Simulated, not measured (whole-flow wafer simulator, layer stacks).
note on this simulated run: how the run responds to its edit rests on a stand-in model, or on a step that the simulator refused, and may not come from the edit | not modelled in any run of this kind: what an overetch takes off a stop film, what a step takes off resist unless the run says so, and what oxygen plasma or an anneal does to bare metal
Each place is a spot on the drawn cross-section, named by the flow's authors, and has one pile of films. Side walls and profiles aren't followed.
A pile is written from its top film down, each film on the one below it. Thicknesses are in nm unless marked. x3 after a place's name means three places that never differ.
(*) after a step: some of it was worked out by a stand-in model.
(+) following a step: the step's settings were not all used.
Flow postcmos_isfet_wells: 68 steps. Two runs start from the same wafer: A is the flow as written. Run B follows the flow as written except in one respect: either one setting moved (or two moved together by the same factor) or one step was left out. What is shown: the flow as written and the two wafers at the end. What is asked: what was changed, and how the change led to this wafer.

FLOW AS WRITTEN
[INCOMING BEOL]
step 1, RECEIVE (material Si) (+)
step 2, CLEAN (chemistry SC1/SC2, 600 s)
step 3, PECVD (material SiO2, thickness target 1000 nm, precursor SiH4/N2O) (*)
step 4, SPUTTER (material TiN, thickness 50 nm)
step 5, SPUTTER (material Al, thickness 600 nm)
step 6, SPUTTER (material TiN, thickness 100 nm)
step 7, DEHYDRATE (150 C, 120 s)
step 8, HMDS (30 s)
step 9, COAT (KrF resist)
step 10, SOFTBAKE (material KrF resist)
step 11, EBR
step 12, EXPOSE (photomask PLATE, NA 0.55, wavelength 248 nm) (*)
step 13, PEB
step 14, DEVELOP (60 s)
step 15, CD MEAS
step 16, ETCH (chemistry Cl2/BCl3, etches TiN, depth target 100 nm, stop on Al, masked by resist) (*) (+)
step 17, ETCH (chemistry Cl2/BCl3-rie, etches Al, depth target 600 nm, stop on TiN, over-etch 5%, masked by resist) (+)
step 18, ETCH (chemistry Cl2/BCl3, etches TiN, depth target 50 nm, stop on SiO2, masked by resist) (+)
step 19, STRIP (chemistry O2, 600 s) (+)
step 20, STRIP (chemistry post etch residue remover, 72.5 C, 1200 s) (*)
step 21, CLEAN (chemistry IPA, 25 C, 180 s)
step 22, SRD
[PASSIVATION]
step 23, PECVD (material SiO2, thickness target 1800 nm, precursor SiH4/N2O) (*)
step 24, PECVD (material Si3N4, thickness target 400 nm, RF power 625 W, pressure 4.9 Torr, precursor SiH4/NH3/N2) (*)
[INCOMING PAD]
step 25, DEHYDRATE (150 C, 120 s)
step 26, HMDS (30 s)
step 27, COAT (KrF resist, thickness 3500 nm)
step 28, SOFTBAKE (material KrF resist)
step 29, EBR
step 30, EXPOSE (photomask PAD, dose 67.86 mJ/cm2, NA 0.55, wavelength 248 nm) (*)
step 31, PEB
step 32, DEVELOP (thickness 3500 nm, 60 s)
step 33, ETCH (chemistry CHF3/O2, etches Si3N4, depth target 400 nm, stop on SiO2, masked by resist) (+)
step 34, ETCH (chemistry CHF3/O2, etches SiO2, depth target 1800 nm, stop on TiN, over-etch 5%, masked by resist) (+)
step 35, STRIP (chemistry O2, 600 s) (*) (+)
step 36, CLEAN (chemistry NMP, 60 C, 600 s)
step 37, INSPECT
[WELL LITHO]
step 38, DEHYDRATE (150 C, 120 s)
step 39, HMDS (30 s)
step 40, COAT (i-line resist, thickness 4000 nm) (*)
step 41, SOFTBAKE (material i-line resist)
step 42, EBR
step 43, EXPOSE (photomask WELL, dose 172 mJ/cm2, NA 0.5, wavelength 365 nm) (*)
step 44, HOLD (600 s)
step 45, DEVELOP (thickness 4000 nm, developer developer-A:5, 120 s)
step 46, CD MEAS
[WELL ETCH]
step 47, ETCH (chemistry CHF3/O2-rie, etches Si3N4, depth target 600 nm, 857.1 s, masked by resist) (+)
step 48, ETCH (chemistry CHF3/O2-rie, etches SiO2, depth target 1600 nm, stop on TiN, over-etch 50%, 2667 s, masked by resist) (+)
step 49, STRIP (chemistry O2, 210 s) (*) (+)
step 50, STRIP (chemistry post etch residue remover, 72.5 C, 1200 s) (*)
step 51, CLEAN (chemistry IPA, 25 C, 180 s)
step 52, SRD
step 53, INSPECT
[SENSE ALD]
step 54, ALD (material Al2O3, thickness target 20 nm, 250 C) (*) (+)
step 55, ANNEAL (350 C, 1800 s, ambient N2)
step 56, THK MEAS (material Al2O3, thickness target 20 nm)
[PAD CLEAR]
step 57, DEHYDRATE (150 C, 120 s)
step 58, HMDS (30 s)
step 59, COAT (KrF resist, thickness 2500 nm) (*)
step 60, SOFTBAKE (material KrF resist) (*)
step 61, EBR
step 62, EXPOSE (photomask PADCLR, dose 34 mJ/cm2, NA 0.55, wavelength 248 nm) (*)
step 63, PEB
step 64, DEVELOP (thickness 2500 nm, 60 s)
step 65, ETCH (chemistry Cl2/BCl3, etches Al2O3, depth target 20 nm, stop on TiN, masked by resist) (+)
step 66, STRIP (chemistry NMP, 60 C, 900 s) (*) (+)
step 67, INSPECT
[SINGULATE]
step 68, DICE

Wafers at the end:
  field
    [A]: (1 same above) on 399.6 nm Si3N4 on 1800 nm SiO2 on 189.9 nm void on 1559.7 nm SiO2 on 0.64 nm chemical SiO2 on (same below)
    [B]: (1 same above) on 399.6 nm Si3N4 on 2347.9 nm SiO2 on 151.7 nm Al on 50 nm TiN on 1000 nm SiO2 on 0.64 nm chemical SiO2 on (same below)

What caused this: step 17, ETCH: depth target 392.6 nm was run, though the flow has depth target 600 nm.

How this came from the change, step by step:
  step 17, ETCH (chemistry Cl2/BCl3-rie, etches Al, depth target 600 nm, stop on TiN, over-etch 5%, masked by resist) (+)
      field: A -600 Al (all of it) | B -392.6 Al
      margin, well900, well1300, well2000, well3000, pad_rim, pad_clr, pad_open: A -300 KrF resist | B -196.3 KrF resist
  step 18, ETCH (chemistry Cl2/BCl3, etches TiN, depth target 50 nm, stop on SiO2, masked by resist) (+)
      field: A -50 TiN (all of it) | B -50 Al
  step 19, STRIP (chemistry O2, 600 s) (+)
      margin, well900, well1300, well2000, well3000, pad_rim, pad_clr, pad_open: A -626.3 KrF resist (all of it) | B -730 KrF resist (all of it)
  step 20, STRIP (chemistry post etch residue remover, 72.5 C, 1200 s) (*)
      field: A nothing | B -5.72 Al
  step 23, PECVD (material SiO2, thickness target 1800 nm, precursor SiH4/N2O) (*)
      field: A +1800 SiO2 (new film), +189.9 void (new film), +559.7 SiO2 | B +2347.9 SiO2 (new film)
With metal films that touch counted as one body, field has 1 body; the flow as written gives 0 bodies.
